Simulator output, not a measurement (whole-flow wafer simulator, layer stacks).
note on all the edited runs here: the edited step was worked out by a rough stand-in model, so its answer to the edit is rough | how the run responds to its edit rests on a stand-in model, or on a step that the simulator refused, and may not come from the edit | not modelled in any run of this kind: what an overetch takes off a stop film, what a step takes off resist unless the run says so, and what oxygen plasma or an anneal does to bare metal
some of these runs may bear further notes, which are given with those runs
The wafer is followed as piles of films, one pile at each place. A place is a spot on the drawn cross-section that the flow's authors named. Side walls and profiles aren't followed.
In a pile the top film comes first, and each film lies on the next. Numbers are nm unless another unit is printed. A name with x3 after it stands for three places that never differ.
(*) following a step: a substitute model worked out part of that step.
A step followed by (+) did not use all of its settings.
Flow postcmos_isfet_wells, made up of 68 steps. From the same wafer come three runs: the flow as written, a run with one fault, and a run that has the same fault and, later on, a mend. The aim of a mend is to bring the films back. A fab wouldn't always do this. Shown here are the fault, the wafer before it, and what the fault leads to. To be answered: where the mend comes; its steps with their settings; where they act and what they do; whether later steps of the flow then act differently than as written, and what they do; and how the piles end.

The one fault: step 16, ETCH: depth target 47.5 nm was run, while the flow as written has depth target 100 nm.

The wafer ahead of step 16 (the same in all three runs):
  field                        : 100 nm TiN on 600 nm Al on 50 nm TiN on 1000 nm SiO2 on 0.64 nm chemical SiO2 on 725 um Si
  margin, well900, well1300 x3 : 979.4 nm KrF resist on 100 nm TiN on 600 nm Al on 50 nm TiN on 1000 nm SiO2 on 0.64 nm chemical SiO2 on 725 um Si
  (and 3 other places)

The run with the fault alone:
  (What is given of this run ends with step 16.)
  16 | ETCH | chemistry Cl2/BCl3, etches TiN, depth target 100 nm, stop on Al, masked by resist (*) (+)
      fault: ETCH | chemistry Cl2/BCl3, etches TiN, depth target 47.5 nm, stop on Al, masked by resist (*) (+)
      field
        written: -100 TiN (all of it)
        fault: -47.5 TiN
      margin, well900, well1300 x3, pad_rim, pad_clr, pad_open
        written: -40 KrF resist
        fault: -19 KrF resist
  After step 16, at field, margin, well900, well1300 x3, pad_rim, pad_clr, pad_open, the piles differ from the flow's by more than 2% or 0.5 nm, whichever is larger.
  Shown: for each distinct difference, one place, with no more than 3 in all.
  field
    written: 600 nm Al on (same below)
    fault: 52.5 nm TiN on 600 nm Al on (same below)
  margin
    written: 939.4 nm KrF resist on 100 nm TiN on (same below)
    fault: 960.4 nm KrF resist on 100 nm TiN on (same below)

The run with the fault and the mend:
  The mend stands after step 16.
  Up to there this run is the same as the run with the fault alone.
  16a | ETCH | chemistry Cl2/BCl3, etches TiN, depth target 52.5 nm, stop on Al, masked by resist (a further turn of the flow's step 16, with different settings)
      margin, well900, well1300 x3, pad_rim, pad_clr, pad_open
        -21 KrF resist
      field
        -52.5 TiN (all of it)
  Every later step of the flow that is run acts as written at every place that is followed.
  The piles end the same as the flow's at every place that both follow.
